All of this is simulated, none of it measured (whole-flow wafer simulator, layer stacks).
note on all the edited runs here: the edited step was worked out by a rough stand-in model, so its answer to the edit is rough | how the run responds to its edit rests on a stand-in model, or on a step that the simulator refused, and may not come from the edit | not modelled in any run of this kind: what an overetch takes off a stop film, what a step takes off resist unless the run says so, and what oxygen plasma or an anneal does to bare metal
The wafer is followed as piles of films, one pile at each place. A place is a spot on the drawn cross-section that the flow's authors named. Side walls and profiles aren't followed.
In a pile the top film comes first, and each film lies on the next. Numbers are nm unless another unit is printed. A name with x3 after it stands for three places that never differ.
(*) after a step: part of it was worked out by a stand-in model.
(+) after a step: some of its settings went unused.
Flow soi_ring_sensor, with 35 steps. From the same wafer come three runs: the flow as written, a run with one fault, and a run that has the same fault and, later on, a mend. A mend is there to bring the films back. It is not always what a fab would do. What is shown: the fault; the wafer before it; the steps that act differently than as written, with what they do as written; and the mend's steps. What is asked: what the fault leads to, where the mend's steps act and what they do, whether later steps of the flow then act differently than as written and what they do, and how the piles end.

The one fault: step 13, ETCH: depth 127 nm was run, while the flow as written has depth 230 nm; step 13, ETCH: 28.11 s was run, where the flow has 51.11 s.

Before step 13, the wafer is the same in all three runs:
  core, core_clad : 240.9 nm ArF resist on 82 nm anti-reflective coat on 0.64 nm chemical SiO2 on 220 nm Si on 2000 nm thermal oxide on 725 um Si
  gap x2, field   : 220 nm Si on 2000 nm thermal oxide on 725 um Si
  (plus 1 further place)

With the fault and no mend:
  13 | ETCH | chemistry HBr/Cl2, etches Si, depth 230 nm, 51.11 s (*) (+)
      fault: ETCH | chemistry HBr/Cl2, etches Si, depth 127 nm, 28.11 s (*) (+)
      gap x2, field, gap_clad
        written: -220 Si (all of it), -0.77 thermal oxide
        fault: -127 Si
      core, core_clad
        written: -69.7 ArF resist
        fault: -38.3 ArF resist
  Steps later in the flow that act otherwise than as written (1 other step is not shown; it differs only slightly, by no more than 2% or 0.5 nm, whichever is larger):
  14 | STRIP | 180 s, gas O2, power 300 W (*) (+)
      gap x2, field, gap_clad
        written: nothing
        fault: +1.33 chemical SiO2 (new film), -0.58 Si
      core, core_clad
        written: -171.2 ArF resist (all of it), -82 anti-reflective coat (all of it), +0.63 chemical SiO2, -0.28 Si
        fault: -202.6 ArF resist (all of it), -82 anti-reflective coat (all of it), +0.62 chemical SiO2, -0.27 Si
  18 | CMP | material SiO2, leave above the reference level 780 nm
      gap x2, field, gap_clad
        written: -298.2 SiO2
        fault: -392.8 SiO2
  At field, the piles at the end differ from the flow's by more than 2% or 0.5 nm, whichever is larger.
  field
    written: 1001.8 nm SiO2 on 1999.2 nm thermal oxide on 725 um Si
    fault: 907.2 nm SiO2 on 1.33 nm chemical SiO2 on 92.4 nm Si on 2000 nm thermal oxide on 725 um Si

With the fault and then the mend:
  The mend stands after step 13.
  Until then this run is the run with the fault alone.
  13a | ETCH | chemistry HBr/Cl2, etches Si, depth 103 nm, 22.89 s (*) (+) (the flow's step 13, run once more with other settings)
      gap x2, field, gap_clad
        -93 Si (all of it), -0.77 thermal oxide
      core, core_clad
        -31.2 ArF resist
  Later steps of the flow that are run all act as written at every place that is followed, up to a difference of at most 2% or 0.5 nm, whichever is larger.
  At every place that both follow, the piles at the end match the flow's.
